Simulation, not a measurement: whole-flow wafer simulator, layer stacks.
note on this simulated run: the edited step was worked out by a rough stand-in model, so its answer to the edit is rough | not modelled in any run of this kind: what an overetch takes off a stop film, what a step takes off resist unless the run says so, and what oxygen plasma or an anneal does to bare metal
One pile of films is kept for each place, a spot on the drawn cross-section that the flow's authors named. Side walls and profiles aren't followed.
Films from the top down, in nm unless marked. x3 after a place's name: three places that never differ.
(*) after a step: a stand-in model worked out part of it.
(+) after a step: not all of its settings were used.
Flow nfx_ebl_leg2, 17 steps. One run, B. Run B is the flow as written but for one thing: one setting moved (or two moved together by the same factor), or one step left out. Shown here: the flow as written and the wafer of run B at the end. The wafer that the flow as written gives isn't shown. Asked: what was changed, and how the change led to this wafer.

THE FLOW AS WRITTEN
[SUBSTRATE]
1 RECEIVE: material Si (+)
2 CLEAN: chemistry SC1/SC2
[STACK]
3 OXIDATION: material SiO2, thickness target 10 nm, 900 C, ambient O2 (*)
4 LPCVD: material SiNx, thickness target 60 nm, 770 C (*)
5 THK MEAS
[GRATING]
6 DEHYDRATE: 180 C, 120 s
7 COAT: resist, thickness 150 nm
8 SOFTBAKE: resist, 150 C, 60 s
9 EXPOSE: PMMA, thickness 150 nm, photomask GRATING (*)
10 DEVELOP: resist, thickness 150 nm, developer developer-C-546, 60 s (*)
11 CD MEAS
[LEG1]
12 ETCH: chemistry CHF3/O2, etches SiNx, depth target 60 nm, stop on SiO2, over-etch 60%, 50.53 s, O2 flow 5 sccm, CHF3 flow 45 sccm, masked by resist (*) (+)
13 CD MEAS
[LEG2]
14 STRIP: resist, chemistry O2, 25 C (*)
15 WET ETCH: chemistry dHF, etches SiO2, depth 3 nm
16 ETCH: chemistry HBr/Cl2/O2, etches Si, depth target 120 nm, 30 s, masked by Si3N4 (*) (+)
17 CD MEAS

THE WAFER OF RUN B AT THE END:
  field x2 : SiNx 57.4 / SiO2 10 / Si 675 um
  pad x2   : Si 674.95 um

The cause: step 16, ETCH: depth target 45.8 nm was run, where the flow has depth target 120 nm; step 16, ETCH: 11.46 s was run, where the flow has 30 s.

How the change led to this, step by step:
  16 ETCH: chemistry HBr/Cl2/O2, etches Si, depth target 120 nm, 30 s, masked by Si3N4 (*) (+)
      field x2: SiNx -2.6 (as written it would be: SiNx -6.82)
      pad x2: Si -45.8 (as written it would be: Si -120)
